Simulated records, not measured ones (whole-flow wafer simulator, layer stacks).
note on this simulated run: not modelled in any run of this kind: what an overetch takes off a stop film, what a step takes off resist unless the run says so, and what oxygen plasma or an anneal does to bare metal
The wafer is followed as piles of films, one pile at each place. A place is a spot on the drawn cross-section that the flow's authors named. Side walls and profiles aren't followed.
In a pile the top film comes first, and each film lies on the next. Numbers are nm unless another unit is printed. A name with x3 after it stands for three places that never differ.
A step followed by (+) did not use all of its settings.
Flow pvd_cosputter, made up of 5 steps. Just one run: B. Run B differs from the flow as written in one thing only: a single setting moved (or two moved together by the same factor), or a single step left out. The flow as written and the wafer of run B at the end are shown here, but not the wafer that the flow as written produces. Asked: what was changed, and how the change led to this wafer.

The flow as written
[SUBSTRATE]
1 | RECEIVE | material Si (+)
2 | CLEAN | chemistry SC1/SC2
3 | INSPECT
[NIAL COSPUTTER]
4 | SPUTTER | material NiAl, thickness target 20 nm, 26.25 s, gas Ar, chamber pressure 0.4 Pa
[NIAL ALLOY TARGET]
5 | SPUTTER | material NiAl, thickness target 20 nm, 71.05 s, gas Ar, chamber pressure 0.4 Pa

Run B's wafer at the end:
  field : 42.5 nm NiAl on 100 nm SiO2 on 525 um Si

What caused this: step 5, SPUTTER: thickness target 22.5 nm was run, while the flow as written has thickness target 20 nm.

How this came from the change, step by step:
  5 | SPUTTER | material NiAl, thickness target 20 nm, 71.05 s, gas Ar, chamber pressure 0.4 Pa
      field: NiAl gains 22.5 (in the flow as written it would be: NiAl gains 20)
